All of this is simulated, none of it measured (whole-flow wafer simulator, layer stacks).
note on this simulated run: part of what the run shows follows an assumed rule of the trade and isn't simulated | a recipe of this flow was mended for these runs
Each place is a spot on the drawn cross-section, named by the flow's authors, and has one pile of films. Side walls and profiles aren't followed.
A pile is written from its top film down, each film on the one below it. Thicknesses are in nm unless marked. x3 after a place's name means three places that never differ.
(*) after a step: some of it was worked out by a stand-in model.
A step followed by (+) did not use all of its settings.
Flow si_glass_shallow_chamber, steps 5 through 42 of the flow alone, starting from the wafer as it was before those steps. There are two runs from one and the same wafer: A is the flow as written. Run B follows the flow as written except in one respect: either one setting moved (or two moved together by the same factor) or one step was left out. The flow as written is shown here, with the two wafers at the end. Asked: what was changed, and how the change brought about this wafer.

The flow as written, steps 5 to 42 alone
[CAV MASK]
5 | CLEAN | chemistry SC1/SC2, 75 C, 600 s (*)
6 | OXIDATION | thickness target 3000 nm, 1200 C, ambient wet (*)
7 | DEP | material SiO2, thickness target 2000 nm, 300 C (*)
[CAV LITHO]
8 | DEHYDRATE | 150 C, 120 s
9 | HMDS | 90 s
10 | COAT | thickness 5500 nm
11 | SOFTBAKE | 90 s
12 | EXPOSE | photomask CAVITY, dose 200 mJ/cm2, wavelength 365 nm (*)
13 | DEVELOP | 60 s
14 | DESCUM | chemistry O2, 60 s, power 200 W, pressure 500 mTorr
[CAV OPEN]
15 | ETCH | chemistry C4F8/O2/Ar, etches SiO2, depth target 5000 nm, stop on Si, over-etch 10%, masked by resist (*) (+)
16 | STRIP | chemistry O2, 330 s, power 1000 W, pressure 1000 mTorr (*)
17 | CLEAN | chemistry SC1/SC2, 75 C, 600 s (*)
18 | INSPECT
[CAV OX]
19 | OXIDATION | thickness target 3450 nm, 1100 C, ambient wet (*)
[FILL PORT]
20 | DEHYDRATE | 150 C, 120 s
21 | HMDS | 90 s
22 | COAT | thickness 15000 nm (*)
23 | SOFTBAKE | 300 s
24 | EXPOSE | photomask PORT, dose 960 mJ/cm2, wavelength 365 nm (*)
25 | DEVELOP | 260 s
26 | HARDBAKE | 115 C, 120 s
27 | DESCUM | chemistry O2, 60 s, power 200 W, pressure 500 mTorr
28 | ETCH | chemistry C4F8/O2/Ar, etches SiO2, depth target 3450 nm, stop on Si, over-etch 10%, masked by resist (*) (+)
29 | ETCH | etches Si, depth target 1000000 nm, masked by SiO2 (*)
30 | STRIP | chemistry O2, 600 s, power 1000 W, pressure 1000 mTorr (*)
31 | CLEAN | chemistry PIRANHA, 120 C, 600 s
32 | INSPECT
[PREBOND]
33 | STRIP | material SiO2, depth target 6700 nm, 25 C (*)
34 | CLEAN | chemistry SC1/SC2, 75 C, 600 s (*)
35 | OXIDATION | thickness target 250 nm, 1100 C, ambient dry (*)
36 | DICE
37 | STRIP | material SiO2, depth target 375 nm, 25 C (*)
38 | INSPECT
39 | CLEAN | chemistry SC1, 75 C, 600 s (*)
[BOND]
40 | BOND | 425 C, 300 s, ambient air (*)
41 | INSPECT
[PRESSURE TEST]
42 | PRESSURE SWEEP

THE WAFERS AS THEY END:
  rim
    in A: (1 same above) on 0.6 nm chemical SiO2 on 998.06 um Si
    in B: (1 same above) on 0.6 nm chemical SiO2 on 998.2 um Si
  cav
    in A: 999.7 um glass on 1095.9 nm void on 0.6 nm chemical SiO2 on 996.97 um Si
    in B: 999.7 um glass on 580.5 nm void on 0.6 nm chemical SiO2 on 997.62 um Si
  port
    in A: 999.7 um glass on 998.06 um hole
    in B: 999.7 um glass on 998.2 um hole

What caused this: step 7, DEP: thickness target 4300 nm was run, while the flow as written has thickness target 2000 nm.

The path from the change to this, step by step:
  7 | DEP | material SiO2, thickness target 2000 nm, 300 C (*)
      rim, ramp, cav, port, septum, ring: A SiO2 gains 2000 | B SiO2 gains 4300
  15 | ETCH | chemistry C4F8/O2/Ar, etches SiO2, depth target 5000 nm, stop on Si, over-etch 10%, masked by resist (*) (+)
      cav, port: A SiO2 loses 5000 (all of it), Si loses 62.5 | B SiO2 loses 5500
  16 | STRIP | chemistry O2, 330 s, power 1000 W, pressure 1000 mTorr (*)
      cav, port: A chemical SiO2 gains 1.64 (new film), Si loses 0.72 | B nothing
  17 | CLEAN | chemistry SC1/SC2, 75 C, 600 s (*)
      cav, port: A chemical SiO2 loses 1.04, Si loses 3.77 | B SiO2 loses 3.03
  19 | OXIDATION | thickness target 3450 nm, 1100 C, ambient wet (*)
      cav, port: A SiO2 gains 3450 (new film), chemical SiO2 loses 0.6 (all of it), Si loses 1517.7 | B SiO2 gains 2123.9, Si loses 934.5
      rim, ramp, septum, ring: A SiO2 gains 1110.9, Si loses 488.8 | B SiO2 gains 804.6, Si loses 354
  22 | COAT | thickness 15000 nm (*)
      rim: A thick-i-line-resist gains 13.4 um (new film) | B thick-i-line-resist gains 12.99 um (new film)
      ramp: A thick-i-line-resist gains 12.89 um (new film) | B thick-i-line-resist gains 12.35 um (new film)
      (also at 4 further places)
  23 | SOFTBAKE | 300 s
      rim: A thick-i-line-resist loses 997 | B thick-i-line-resist loses 1284.6
      ramp: A thick-i-line-resist loses 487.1 | B thick-i-line-resist loses 642.4
      (also at 4 further places)
  25 | DEVELOP | 260 s
      port: A thick-i-line-resist loses 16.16 um (all of it) | B thick-i-line-resist loses 16.47 um (all of it)
  26 | HARDBAKE | 115 C, 120 s
      rim, ramp: A thick-i-line-resist loses 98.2 | B thick-i-line-resist loses 90
      cav: A thick-i-line-resist loses 147.1 | B thick-i-line-resist loses 151.4
  28 | ETCH | chemistry C4F8/O2/Ar, etches SiO2, depth target 3450 nm, stop on Si, over-etch 10%, masked by resist (*) (+)
      port: A SiO2 loses 3450 (all of it), Si loses 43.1 | B SiO2 loses 3795
  29 | ETCH | etches Si, depth target 1000000 nm, masked by SiO2 (*)
      port: A hole gains 997.05 um (new film), Si loses 997.05 um (all of it) | B hole gains 997.87 um (new film), SiO2 loses 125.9 (all of it), Si loses 997.74 um (all of it)
      rim, ramp: A thick-i-line-resist loses 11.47 um (all of it), SiO2 loses 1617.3 | B thick-i-line-resist loses 10.79 um (all of it), SiO2 loses 1984.6
      (also at 2 further places)
  30 | STRIP | chemistry O2, 600 s, power 1000 W, pressure 1000 mTorr (*)
      cav: A thick-i-line-resist loses 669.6 (all of it) | B thick-i-line-resist loses 975.6 (all of it)
  33 | STRIP | material SiO2, depth target 6700 nm, 25 C (*)
      rim, ramp: A SiO2 loses 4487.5 (all of it) | B SiO2 loses 6114 (all of it)
      cav: A SiO2 loses 3450 (all of it) | B SiO2 loses 3920.9 (all of it)
      (also at 2 further places)
  40 | BOND | 425 C, 300 s, ambient air (*)
      cav: A glass gains 999.7 um (new film), void gains 1095.9 (new film) | B glass gains 999.7 um (new film), void gains 580.5 (new film)
      port: A glass gains 999.7 um (new film), hole gains 1017.3 | B glass gains 999.7 um (new film), hole gains 332.8
